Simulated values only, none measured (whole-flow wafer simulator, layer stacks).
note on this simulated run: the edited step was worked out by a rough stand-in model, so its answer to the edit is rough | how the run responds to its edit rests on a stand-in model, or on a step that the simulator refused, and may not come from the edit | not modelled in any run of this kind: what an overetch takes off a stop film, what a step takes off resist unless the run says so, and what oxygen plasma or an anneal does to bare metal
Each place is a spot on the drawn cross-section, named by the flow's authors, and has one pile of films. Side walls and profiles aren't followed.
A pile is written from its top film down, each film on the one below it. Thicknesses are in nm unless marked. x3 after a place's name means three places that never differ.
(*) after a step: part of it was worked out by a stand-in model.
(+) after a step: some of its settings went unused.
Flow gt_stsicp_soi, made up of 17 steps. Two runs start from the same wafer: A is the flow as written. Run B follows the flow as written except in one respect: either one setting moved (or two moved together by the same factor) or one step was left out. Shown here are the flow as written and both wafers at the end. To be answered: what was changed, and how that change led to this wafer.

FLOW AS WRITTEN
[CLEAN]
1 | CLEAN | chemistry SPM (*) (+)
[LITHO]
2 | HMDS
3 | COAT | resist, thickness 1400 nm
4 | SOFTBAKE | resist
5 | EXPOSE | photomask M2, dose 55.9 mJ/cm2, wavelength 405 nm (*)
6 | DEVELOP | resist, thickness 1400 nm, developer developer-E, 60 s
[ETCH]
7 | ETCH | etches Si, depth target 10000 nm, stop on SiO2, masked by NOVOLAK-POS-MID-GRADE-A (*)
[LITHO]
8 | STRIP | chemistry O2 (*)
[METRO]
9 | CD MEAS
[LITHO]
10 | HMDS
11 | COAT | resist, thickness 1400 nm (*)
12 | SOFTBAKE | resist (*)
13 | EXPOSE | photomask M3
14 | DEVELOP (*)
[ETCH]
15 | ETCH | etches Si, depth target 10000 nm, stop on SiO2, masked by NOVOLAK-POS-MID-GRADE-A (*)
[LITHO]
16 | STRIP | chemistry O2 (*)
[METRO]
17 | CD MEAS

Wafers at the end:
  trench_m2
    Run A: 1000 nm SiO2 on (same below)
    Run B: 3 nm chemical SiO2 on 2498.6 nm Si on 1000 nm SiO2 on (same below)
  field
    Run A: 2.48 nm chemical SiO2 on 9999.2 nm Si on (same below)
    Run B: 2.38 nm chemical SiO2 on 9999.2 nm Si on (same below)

What caused this: step 7, ETCH: depth target 7500 nm was run, though the flow has depth target 10000 nm.

Step by step, how the change led to this:
  7 | ETCH | etches Si, depth target 10000 nm, stop on SiO2, masked by NOVOLAK-POS-MID-GRADE-A (*)
      trench_m2: A -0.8 chemical SiO2 (all of it), -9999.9 Si (all of it) | B -0.8 chemical SiO2 (all of it), -7500 Si
      field, trench_m3: A -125 resist | B -93.8 resist
  8 | STRIP | chemistry O2 (*)
      trench_m2: A nothing | B +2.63 chemical SiO2 (new film), -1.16 Si
      field, trench_m3: A -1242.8 resist (all of it), +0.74 chemical SiO2, -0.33 Si | B -1274.1 resist (all of it), +0.75 chemical SiO2, -0.33 Si
  11 | COAT | resist, thickness 1400 nm (*)
      trench_m2: A +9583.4 resist (new film) | B +7594.9 resist (new film)
  12 | SOFTBAKE | resist (*)
      field: A nothing | B +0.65 resist
      trench_m2: A nothing | B +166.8 resist
      (and at 1 other place as well)
  14 | DEVELOP (*)
      trench_m3: A -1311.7 resist (all of it) | B -1340 resist (all of it)
  16 | STRIP | chemistry O2 (*)
      trench_m2: A -9458.4 resist (all of it) | B -7636.7 resist (all of it), +0.37 chemical SiO2, -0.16 Si
